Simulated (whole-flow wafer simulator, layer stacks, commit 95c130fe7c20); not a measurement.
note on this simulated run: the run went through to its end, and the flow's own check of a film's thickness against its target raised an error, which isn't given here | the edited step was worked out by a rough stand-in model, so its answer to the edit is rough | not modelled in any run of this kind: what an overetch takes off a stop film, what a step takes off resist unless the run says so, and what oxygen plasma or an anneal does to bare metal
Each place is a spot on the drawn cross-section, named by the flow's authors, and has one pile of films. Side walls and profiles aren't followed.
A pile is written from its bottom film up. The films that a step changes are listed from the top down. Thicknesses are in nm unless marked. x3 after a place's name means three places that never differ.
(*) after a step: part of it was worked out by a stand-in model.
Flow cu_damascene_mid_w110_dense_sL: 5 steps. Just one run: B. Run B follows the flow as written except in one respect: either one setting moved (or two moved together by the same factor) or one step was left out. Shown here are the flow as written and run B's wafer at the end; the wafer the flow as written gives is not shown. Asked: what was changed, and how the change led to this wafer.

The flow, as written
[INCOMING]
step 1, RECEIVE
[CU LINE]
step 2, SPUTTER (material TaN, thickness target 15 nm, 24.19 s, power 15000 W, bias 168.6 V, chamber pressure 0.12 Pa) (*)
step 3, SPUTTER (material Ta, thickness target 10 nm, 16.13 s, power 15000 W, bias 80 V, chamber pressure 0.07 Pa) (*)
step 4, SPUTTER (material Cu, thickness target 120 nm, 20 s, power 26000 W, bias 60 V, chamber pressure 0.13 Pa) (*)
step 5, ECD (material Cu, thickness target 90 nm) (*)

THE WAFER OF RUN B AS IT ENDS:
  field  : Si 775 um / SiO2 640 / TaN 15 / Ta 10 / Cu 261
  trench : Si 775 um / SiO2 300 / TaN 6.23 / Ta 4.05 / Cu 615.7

Cause: step 4, SPUTTER: thickness target 171 nm was run, while the flow as written has thickness target 120 nm; step 4, SPUTTER: 28.5 s was run, where the flow has 20 s.

The path from the change to this, step by step:
  step 4, SPUTTER (material Cu, thickness target 120 nm, 20 s, power 26000 W, bias 60 V, chamber pressure 0.13 Pa) (*)
      field: Cu gains 171 (new film) (in the flow as written it would be: Cu gains 120 (new film))
      trench: Cu gains 71.2 (new film) (in the flow as written it would be: Cu gains 49.9 (new film))
  step 5, ECD (material Cu, thickness target 90 nm) (*)
      trench: Cu gains 544.6 (in the flow as written it would be: Cu gains 514.8)
